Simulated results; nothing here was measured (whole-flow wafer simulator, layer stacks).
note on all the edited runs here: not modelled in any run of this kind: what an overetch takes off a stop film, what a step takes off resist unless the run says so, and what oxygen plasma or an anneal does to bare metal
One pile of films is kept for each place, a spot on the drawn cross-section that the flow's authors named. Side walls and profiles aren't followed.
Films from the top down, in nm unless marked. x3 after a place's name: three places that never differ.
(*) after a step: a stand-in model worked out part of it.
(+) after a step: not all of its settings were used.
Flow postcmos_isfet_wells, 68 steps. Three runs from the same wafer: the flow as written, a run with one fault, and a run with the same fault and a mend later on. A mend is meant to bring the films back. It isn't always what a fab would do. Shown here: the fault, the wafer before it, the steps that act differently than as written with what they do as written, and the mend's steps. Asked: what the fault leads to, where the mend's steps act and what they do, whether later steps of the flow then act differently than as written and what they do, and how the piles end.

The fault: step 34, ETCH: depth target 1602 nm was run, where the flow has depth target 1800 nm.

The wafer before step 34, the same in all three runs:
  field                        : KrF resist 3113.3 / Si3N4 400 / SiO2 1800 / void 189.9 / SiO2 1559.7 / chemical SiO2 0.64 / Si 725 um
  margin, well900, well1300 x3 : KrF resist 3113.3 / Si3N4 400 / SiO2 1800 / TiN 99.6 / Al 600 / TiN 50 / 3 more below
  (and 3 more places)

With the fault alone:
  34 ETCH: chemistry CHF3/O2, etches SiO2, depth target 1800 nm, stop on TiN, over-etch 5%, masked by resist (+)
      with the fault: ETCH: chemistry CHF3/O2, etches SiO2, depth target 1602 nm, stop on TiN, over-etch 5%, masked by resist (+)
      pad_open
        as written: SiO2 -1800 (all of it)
        with the fault: SiO2 -1602
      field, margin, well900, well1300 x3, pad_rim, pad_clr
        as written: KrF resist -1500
        with the fault: KrF resist -1335
  Later steps of the flow that act differently than as written (4 more steps differ only slightly, by at most 2% or 0.5 nm, whichever is larger, and aren't shown):
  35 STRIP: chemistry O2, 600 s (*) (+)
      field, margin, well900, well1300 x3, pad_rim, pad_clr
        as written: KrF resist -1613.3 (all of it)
        with the fault: KrF resist -1778.3 (all of it)
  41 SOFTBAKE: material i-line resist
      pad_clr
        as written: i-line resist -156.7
        with the fault: i-line resist -137
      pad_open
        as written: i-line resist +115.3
        with the fault: i-line resist +106.5
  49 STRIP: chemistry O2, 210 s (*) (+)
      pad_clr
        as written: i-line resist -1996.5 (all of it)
        with the fault: i-line resist -2078 (all of it)
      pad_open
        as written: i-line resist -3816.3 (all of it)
        with the fault: i-line resist -3736.5 (all of it)
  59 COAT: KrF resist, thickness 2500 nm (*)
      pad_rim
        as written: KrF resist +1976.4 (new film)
        with the fault: KrF resist +2021.5 (new film)
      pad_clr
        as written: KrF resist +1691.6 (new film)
        with the fault: KrF resist +1758.2 (new film)
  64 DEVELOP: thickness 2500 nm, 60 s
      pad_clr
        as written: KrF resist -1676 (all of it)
        with the fault: KrF resist -1742.4 (all of it)
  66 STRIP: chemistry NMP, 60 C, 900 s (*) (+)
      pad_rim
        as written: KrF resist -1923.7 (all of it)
        with the fault: KrF resist -1968.3 (all of it)
  At the end the piles differ from the flow's by more than 2% or 0.5 nm, whichever is larger, at pad_open.
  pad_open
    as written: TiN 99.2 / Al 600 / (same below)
    with the fault: SiO2 198 / TiN 99.6 / Al 600 / (same below)

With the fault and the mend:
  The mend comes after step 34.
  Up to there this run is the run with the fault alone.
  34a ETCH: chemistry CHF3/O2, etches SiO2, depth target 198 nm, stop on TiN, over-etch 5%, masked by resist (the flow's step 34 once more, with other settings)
      field, margin, well900, well1300 x3, pad_rim, pad_clr
        KrF resist -165
      pad_open
        SiO2 -198 (all of it)
  No later step of the flow acts differently than as written at any place that is followed.
  At the end the piles are the same as the flow's at every place that both follow.
